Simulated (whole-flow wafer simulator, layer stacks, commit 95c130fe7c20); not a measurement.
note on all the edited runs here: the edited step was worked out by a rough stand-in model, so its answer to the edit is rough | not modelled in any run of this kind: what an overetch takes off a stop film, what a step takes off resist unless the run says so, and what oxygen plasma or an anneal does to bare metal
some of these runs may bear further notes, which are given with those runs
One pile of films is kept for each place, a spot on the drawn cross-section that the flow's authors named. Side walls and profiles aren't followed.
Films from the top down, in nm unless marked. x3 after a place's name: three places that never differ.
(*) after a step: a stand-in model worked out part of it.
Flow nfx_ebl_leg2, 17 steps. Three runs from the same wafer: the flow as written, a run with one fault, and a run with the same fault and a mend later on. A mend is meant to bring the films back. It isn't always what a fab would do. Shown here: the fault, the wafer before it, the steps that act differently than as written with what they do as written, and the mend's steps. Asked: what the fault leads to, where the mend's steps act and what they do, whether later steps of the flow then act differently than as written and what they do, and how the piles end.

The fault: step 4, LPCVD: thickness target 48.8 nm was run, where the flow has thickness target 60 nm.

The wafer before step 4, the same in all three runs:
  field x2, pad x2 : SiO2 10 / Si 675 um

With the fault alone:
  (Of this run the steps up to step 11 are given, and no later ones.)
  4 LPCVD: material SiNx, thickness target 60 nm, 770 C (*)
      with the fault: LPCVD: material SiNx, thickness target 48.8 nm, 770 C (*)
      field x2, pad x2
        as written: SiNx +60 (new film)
        with the fault: SiNx +48.8 (new film)
  No later step of the flow up to step 11 acts differently than as written at any place that is followed.
  After step 11 the piles differ from the flow's by more than 2% or 0.5 nm, whichever is larger, at field x2, pad x2.
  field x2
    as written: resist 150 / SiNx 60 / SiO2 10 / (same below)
    with the fault: resist 150 / SiNx 48.8 / SiO2 10 / (same below)
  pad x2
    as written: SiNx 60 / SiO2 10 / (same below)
    with the fault: SiNx 48.8 / SiO2 10 / (same below)

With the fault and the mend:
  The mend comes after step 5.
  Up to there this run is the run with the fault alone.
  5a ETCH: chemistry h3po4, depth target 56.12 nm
      field x2, pad x2
        SiNx -48.8 (all of it)
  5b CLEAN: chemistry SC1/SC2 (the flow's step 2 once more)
      changes no film at any place that is followed
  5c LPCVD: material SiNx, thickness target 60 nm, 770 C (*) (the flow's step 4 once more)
      field x2, pad x2
        SiNx +60 (new film)
  No later step of the flow acts differently than as written at any place that is followed.
  At the end the piles are the same as the flow's at every place that both follow.
